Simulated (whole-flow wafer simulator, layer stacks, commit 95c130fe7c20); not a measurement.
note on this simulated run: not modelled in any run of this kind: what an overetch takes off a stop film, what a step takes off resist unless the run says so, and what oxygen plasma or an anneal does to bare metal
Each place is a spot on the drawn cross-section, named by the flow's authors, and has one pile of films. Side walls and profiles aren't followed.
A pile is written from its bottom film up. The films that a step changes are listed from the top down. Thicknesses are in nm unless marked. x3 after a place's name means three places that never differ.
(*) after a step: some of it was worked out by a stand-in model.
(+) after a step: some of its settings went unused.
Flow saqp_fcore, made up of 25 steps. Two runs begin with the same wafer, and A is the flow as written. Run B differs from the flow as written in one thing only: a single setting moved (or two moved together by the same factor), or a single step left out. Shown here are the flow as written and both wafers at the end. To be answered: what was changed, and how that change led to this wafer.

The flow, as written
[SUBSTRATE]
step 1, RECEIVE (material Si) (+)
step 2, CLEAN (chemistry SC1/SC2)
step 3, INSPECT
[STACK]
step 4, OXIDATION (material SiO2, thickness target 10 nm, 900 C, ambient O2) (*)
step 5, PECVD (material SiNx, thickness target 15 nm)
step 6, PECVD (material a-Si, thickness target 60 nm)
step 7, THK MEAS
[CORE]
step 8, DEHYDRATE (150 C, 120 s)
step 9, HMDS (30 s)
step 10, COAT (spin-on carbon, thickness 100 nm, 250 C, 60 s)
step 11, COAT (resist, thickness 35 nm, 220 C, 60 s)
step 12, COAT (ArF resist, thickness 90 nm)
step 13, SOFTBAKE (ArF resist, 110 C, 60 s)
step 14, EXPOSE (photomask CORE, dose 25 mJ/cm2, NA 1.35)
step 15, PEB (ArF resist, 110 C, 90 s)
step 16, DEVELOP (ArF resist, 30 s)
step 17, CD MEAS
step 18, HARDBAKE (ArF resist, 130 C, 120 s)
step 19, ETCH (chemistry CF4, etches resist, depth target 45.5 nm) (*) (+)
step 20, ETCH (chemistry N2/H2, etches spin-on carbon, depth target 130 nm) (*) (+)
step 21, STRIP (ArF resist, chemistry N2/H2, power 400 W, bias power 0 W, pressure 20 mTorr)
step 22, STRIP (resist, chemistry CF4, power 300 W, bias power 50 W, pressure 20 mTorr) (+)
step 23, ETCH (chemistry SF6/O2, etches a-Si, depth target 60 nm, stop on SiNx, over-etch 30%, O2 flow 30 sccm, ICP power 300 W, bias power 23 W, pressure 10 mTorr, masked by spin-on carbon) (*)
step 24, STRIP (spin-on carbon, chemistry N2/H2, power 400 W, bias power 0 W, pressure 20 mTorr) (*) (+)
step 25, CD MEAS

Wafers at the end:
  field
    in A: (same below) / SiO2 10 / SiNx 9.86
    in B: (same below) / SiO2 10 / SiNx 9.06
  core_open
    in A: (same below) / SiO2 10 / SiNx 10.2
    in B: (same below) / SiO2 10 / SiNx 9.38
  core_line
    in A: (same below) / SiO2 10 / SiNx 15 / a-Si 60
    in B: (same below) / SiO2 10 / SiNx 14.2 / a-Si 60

Cause: step 5, PECVD: thickness target 14.2 nm was run, though the flow has thickness target 15 nm.
The wafer lets one read it off: core_line has SiNx 14.2, and step 5 as written asks for 15 nm.

Step by step, how the change led to this:
  step 5, PECVD (material SiNx, thickness target 15 nm)
      field, core_open, core_line: A +15 SiNx (new film) | B +14.2 SiNx (new film)
